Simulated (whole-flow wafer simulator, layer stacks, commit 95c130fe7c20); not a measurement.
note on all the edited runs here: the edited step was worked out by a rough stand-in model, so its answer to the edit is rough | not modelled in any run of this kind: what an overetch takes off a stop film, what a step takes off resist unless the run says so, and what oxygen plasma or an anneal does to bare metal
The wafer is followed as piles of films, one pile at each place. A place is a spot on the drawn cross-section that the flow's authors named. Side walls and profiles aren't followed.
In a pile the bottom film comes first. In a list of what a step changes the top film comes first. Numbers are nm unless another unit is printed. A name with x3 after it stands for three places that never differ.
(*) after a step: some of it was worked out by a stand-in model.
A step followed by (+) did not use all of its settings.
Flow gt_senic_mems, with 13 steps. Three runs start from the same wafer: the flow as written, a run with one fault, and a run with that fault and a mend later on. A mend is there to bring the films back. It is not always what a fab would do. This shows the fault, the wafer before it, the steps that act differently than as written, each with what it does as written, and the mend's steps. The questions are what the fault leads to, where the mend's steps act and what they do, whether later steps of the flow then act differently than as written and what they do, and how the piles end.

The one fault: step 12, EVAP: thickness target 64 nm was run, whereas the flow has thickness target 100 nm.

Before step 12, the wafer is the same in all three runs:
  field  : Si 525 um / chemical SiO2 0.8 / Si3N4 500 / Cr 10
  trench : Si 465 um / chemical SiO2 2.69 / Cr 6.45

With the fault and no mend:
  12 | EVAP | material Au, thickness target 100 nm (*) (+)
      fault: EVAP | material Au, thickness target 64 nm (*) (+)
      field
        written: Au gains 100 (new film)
        fault: Au gains 64 (new film)
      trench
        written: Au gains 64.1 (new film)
        fault: Au gains 41.1 (new film)
  Every later step of the flow that is run acts as written at every place that is followed.
  At field, trench, the piles at the end differ from the flow's by more than 2% or 0.5 nm, whichever is larger.
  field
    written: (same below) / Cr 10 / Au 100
    fault: (same below) / Cr 10 / Au 64
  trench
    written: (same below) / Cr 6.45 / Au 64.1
    fault: (same below) / Cr 6.45 / Au 41.1

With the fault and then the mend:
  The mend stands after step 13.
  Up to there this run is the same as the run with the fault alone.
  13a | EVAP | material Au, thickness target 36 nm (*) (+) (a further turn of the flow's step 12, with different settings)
      field
        Au gains 36
      trench
        Au gains 23.2
  Every later step of the flow that is run acts as written at every place that is followed.
  When the end is reached, the piles differ only a little from the flow's at the places that both follow, at most by 2% or 0.5 nm, whichever is larger.
